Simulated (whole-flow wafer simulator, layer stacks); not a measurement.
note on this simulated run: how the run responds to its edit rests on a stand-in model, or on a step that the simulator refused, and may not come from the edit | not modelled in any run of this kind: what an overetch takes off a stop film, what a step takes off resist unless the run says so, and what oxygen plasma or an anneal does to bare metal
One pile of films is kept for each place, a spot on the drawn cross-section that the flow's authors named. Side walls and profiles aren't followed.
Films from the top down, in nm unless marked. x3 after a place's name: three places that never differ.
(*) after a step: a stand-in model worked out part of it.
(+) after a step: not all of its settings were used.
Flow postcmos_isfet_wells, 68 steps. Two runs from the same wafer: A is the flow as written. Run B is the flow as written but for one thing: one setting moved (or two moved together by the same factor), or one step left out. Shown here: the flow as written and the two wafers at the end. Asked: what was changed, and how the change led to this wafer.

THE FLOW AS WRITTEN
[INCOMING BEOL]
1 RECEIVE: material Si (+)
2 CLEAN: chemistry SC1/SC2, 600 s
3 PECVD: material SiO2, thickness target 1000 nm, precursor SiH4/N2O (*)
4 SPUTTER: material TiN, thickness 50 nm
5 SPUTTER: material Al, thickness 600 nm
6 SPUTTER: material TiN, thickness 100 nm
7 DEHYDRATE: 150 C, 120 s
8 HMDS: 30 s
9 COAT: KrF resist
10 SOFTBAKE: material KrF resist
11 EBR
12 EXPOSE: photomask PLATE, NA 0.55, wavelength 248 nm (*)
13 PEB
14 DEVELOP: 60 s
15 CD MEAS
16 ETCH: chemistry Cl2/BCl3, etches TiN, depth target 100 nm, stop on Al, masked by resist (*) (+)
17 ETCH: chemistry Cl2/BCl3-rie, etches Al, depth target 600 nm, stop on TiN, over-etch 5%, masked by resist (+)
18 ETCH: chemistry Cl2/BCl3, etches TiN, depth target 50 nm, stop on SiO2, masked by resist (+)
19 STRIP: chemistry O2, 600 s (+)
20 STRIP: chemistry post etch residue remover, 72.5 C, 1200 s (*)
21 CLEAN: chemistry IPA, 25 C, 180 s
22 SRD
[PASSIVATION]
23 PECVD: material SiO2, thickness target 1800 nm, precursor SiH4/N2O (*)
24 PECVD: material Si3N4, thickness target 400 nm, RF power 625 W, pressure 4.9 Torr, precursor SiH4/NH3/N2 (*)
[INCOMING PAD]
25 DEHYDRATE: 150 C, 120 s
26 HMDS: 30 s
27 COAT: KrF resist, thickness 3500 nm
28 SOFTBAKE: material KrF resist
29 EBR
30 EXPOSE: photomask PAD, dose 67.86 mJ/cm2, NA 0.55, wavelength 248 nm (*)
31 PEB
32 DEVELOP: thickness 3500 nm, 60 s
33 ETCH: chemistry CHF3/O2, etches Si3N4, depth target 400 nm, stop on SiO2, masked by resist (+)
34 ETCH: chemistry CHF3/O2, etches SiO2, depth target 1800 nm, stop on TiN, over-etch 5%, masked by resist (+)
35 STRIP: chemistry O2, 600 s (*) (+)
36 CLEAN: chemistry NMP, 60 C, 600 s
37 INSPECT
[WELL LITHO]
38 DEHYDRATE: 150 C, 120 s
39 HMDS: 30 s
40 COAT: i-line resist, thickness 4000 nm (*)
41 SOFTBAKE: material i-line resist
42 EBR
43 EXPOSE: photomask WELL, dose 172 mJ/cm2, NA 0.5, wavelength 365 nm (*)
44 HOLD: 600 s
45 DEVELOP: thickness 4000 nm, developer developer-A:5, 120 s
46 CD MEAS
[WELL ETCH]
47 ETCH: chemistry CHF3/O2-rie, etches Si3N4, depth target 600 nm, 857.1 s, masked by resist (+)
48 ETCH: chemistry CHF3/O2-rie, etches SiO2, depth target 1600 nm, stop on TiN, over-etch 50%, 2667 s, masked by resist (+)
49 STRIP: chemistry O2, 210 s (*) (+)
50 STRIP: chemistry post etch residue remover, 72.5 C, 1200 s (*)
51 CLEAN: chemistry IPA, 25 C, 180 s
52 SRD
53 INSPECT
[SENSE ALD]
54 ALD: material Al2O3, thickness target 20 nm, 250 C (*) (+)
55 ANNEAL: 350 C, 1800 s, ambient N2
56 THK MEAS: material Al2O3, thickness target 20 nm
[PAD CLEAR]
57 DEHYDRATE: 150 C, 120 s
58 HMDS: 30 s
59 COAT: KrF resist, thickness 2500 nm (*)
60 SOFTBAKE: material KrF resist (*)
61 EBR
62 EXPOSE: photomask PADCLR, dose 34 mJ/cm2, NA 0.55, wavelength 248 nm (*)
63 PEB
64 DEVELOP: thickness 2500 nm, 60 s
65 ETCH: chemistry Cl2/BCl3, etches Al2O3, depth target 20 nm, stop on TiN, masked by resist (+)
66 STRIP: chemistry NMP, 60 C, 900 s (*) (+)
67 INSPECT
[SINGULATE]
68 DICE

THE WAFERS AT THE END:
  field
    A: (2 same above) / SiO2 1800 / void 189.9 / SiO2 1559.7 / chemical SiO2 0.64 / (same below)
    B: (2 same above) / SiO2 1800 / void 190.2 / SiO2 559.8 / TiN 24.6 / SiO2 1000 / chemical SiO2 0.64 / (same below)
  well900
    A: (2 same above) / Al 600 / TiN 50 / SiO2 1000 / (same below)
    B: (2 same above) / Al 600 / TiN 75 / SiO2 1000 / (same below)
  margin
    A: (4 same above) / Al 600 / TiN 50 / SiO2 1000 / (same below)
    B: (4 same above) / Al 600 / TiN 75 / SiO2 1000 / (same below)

The cause: step 4, SPUTTER: thickness 75 nm was run, where the flow has thickness 50 nm.
It can be read off the wafer: well900 has TiN 75, and step 4 as written asks for 50 nm.

How the change led to this, step by step:
  4 SPUTTER: material TiN, thickness 50 nm
      field, margin, well900 and 6 more: A TiN +50 (new film) | B TiN +75 (new film)
  18 ETCH: chemistry Cl2/BCl3, etches TiN, depth target 50 nm, stop on SiO2, masked by resist (+)
      field: A TiN -50 (all of it) | B TiN -50
  23 PECVD: material SiO2, thickness target 1800 nm, precursor SiH4/N2O (*)
      field: A SiO2 +1800 (new film), void +189.9 (new film), SiO2 +559.7 | B SiO2 +1800 (new film), void +190.2 (new film), SiO2 +559.8 (new film)
Counting metal films that touch as one body, field has 1 body; the flow as written gives 0 bodies.
